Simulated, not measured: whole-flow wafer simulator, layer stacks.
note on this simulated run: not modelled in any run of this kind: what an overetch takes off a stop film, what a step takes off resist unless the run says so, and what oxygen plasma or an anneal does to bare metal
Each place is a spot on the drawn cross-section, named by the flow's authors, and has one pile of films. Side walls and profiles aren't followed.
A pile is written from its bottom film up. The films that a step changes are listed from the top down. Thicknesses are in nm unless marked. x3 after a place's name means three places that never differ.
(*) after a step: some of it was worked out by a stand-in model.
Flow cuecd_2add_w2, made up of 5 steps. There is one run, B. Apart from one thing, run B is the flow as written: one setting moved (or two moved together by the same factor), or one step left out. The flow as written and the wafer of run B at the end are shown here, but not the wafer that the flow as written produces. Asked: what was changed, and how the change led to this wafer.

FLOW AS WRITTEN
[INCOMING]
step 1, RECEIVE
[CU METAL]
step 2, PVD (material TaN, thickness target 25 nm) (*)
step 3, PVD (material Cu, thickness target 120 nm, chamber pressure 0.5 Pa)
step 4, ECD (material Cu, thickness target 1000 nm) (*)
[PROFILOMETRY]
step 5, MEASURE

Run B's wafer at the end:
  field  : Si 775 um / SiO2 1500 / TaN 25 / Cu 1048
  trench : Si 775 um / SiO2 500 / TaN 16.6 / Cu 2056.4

The reason: step 3, PVD: thickness target 48 nm was run, while the flow as written has thickness target 120 nm.

The path from the change to this, step by step:
  step 3, PVD (material Cu, thickness target 120 nm, chamber pressure 0.5 Pa)
      field: Cu gains 48 (new film) (it would be, as written: Cu gains 120 (new film))
      trench: Cu gains 32.5 (new film) (it would be, as written: Cu gains 80.8 (new film))
